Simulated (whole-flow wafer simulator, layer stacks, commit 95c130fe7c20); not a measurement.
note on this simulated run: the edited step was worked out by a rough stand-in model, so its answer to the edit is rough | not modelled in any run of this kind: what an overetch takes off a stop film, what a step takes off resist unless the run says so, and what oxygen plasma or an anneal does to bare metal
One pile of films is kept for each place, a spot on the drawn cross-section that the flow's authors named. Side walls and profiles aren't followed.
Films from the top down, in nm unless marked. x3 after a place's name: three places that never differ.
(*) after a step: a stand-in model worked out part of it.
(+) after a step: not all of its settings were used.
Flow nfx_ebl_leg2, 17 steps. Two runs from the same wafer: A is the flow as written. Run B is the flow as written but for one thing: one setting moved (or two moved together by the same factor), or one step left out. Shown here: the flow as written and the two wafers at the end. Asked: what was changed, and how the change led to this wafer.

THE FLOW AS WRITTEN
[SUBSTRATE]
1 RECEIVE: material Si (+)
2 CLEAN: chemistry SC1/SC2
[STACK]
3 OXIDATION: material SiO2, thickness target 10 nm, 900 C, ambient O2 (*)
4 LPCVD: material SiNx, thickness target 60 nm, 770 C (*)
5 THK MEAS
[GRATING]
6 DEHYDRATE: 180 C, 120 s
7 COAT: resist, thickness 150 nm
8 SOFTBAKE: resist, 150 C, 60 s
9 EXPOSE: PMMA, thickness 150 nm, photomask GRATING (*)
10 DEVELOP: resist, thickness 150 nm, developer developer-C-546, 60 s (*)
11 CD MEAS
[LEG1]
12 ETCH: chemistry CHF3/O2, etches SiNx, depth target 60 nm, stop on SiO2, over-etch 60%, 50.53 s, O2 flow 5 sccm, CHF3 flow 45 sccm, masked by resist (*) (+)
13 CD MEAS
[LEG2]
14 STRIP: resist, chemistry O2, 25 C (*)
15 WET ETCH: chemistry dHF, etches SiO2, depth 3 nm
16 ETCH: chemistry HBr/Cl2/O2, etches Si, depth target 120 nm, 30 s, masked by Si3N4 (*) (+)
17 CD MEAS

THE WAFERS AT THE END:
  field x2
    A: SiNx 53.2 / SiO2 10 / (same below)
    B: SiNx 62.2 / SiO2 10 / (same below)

The cause: step 4, LPCVD: thickness target 69 nm was run, where the flow has thickness target 60 nm.

How the change led to this, step by step:
  4 LPCVD: material SiNx, thickness target 60 nm, 770 C (*)
      field x2, pad x2: A SiNx +60 (new film) | B SiNx +69 (new film)
  12 ETCH: chemistry CHF3/O2, etches SiNx, depth target 60 nm, stop on SiO2, over-etch 60%, 50.53 s, O2 flow 5 sccm, CHF3 flow 45 sccm, masked by resist (*) (+)
      pad x2: A SiNx -60 (all of it), SiO2 -10 (all of it) | B SiNx -69 (all of it), SiO2 -10 (all of it)
